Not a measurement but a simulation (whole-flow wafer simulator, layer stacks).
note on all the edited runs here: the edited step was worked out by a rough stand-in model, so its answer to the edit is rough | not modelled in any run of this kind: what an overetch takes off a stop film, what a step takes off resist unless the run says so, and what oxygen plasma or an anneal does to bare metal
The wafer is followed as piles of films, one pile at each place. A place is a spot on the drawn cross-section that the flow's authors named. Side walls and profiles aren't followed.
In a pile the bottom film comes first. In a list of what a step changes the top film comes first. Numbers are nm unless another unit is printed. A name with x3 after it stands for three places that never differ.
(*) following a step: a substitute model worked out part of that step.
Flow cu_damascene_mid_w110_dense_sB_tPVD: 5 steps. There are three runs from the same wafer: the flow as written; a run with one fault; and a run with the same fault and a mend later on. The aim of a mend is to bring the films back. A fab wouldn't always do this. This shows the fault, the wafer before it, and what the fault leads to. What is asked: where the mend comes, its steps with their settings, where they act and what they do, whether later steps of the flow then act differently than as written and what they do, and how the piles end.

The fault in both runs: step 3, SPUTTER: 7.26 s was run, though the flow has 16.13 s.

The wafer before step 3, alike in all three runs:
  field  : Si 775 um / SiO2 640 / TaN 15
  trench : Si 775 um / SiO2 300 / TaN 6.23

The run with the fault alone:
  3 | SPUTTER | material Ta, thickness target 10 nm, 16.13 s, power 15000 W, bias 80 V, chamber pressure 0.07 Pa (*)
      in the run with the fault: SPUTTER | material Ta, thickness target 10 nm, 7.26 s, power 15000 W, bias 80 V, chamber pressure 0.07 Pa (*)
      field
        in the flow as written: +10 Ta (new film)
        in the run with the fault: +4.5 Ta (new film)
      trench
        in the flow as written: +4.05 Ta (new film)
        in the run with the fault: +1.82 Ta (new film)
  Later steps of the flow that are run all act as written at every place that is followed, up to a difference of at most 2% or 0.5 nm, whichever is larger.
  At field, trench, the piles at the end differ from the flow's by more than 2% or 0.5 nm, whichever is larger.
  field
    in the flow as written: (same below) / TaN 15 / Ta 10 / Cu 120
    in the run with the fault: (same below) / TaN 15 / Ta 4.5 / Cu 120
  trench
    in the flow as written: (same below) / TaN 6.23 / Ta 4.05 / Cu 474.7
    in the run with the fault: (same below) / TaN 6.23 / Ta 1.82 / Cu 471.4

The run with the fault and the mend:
  The mend stands after step 3.
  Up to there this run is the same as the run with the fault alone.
  3a | SPUTTER | material Ta, thickness target 10 nm, 8.87 s, power 15000 W, bias 80 V, chamber pressure 0.07 Pa (*) (a further turn of the flow's step 3, with different settings)
      field
        +5.5 Ta
      trench
        +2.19 Ta
  Later steps of the flow that are run all act as written at every place that is followed, up to a difference of at most 2% or 0.5 nm, whichever is larger.
  When the end is reached, the piles differ only a little from the flow's at the places that both follow, at most by 2% or 0.5 nm, whichever is larger.
